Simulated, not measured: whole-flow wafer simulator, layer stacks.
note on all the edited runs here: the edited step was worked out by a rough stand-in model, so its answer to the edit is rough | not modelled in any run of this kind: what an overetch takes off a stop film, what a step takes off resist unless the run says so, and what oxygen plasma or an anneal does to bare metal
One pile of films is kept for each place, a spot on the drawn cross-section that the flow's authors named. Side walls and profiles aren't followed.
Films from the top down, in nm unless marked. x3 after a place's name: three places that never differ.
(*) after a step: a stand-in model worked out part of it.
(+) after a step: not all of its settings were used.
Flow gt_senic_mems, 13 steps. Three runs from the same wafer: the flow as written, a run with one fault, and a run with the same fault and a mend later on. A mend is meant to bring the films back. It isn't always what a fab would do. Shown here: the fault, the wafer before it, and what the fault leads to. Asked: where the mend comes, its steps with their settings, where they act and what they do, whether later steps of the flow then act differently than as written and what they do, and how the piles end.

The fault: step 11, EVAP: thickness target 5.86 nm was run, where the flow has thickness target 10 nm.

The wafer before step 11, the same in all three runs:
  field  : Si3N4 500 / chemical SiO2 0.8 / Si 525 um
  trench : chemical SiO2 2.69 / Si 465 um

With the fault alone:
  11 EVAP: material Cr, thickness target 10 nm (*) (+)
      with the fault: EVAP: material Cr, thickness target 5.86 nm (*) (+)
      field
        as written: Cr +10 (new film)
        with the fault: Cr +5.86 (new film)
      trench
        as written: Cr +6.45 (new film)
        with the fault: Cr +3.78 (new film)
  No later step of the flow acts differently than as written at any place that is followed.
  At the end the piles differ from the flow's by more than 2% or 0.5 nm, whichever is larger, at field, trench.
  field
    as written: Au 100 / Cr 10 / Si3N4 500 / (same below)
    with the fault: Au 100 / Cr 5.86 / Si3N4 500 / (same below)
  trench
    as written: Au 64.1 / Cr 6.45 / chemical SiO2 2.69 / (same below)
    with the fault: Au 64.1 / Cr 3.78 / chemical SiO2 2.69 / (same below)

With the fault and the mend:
  The mend comes after step 11.
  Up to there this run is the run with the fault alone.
  11a EVAP: material Cr, thickness target 4.14 nm (*) (+) (the flow's step 11 once more, with other settings)
      field
        Cr +4.14
      trench
        Cr +2.67
  No later step of the flow acts differently than as written at any place that is followed.
  At the end the piles differ from the flow's only slightly at the places that both follow, by at most 2% or 0.5 nm, whichever is larger.
